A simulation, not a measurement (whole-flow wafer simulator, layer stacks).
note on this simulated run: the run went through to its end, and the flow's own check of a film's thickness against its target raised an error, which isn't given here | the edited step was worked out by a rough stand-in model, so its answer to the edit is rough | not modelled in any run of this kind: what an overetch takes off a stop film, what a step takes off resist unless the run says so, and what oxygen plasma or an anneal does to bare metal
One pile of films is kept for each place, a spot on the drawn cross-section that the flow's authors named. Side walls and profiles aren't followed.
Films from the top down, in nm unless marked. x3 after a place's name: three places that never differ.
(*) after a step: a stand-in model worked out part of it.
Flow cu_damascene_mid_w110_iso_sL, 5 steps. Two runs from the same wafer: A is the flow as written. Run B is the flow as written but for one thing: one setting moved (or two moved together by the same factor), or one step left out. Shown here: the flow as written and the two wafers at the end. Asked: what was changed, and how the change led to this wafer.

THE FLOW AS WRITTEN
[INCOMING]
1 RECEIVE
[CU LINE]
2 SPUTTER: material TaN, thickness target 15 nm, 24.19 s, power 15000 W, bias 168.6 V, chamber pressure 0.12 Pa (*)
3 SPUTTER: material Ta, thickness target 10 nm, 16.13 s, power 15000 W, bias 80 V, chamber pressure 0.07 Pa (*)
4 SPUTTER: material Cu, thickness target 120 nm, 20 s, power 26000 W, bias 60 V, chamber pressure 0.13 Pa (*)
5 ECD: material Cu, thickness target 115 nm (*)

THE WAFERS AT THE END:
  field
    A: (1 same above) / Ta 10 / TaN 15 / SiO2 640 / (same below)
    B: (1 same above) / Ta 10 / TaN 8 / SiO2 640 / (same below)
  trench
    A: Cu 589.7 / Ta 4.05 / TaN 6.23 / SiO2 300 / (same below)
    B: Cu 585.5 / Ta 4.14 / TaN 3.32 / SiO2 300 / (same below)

The cause: step 2, SPUTTER: thickness target 8 nm was run, where the flow has thickness target 15 nm; step 2, SPUTTER: 12.89 s was run, where the flow has 24.19 s.
It can be read off the wafer: field has TaN 8, and step 2 as written asks for 15 nm.

How the change led to this, step by step:
  2 SPUTTER: material TaN, thickness target 15 nm, 24.19 s, power 15000 W, bias 168.6 V, chamber pressure 0.12 Pa (*)
      field: A TaN +15 (new film) | B TaN +8 (new film)
      trench: A TaN +6.23 (new film) | B TaN +3.32 (new film)
  4 SPUTTER: material Cu, thickness target 120 nm, 20 s, power 26000 W, bias 60 V, chamber pressure 0.13 Pa (*)
      trench: A Cu +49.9 (new film) | B Cu +51.1 (new film)
